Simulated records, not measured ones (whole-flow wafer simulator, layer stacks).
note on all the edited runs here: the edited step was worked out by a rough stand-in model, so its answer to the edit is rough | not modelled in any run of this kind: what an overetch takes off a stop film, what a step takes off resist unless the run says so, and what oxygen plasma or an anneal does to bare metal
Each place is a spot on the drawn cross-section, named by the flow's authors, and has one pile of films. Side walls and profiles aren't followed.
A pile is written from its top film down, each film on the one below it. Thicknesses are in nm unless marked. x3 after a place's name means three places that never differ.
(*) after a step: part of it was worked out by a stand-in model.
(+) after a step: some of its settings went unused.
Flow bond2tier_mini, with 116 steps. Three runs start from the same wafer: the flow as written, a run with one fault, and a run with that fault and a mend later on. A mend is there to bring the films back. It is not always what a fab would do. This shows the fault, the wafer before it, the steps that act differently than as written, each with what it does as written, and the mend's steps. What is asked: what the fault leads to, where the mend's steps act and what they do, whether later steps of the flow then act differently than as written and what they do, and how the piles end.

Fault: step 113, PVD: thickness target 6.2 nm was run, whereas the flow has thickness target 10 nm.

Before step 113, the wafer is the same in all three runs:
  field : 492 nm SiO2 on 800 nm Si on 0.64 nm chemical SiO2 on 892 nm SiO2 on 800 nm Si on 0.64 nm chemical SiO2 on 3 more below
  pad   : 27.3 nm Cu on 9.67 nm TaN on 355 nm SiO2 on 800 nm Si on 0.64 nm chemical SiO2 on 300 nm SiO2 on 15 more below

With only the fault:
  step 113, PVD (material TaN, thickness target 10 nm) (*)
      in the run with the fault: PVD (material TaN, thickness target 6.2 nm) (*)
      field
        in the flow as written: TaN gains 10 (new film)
        in the run with the fault: TaN gains 6.2 (new film)
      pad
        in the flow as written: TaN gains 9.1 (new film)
        in the run with the fault: TaN gains 5.64 (new film)
  Steps later in the flow that act otherwise than as written (1 other step is not shown; it differs only slightly, by no more than 2% or 0.5 nm, whichever is larger):
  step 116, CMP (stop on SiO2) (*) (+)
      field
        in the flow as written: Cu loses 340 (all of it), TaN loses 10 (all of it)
        in the run with the fault: Cu loses 340 (all of it), TaN loses 6.2 (all of it)
  At pad, the piles at the end differ from the flow's by more than 2% or 0.5 nm, whichever is larger.
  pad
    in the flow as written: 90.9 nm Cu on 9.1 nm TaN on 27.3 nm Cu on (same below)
    in the run with the fault: 94.4 nm Cu on 5.64 nm TaN on 27.3 nm Cu on (same below)

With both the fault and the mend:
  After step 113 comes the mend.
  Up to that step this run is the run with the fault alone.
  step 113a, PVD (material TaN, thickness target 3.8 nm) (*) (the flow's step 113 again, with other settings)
      field
        TaN gains 3.8
      pad
        TaN gains 3.46
  Every later step of the flow that is run acts as written at every place that is followed.
  At every place that both follow, the piles at the end match the flow's.
